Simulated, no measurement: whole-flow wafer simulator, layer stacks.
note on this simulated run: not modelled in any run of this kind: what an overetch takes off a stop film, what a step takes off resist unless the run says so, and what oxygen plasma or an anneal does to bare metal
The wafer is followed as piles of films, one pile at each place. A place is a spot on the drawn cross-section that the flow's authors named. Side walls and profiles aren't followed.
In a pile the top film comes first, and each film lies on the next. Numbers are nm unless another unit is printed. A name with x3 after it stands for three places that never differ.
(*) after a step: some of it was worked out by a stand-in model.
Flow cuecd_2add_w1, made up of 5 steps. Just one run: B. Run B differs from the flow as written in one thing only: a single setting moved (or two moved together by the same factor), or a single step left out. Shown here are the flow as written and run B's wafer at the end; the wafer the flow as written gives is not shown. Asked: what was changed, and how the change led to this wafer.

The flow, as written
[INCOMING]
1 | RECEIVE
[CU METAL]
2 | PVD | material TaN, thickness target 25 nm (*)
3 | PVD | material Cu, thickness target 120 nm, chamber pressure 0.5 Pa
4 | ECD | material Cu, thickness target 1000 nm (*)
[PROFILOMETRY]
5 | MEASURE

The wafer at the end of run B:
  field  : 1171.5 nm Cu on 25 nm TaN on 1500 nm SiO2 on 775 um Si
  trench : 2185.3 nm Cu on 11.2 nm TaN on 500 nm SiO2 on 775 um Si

Cause: step 3, PVD: thickness target 171.5 nm was run, whereas the flow has thickness target 120 nm.

The path from the change to this, step by step:
  3 | PVD | material Cu, thickness target 120 nm, chamber pressure 0.5 Pa
      field: Cu gains 171.5 (new film) (in the flow as written it would be: Cu gains 120 (new film))
      trench: Cu gains 75.3 (new film) (in the flow as written it would be: Cu gains 53.6 (new film))
